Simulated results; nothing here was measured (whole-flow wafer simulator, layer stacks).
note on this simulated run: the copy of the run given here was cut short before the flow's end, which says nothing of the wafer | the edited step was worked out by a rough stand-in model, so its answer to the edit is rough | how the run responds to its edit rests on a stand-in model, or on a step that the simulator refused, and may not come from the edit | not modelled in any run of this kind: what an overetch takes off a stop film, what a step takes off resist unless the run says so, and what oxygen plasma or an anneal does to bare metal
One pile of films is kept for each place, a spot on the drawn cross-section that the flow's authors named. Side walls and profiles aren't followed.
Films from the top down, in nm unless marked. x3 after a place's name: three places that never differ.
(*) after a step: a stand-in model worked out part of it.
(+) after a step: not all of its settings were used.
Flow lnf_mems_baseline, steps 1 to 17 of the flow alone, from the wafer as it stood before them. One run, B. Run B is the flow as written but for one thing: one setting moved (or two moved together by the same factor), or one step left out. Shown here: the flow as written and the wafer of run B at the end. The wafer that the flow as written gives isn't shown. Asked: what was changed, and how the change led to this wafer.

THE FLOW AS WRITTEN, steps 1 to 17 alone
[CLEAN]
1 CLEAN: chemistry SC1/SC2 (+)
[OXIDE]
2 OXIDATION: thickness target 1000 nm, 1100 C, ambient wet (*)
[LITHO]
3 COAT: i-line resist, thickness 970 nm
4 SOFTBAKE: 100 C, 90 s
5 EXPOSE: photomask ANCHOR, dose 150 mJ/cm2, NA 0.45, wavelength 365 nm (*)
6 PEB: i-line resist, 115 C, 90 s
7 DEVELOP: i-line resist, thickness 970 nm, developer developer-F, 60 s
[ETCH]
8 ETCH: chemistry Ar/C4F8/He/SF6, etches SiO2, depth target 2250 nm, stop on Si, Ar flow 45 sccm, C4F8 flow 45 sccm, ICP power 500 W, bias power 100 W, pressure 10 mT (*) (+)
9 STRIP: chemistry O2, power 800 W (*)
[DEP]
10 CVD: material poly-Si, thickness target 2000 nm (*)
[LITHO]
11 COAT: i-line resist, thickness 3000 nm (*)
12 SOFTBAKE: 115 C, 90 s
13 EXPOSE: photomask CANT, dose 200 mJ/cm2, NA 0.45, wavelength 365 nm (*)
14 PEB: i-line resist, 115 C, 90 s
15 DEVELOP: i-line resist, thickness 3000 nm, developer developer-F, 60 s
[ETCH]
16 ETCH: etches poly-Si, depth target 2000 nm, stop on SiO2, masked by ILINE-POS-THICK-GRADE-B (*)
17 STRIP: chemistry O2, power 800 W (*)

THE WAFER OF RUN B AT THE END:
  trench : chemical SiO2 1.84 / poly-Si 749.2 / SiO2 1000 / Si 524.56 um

The cause: step 16, ETCH: depth target 1250 nm was run, where the flow has depth target 2000 nm.

How the change led to this, step by step:
  16 ETCH: etches poly-Si, depth target 2000 nm, stop on SiO2, masked by ILINE-POS-THICK-GRADE-B (*)
      trench, char_slit: poly-Si -1250 (as written it would be: poly-Si -2000 (all of it))
      field, anchor, beam: i-line resist -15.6 (as written it would be: i-line resist -25)
  17 STRIP: chemistry O2, power 800 W (*)
      trench, char_slit: chemical SiO2 +1.84 (new film), poly-Si -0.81 (as written it would be: nothing)
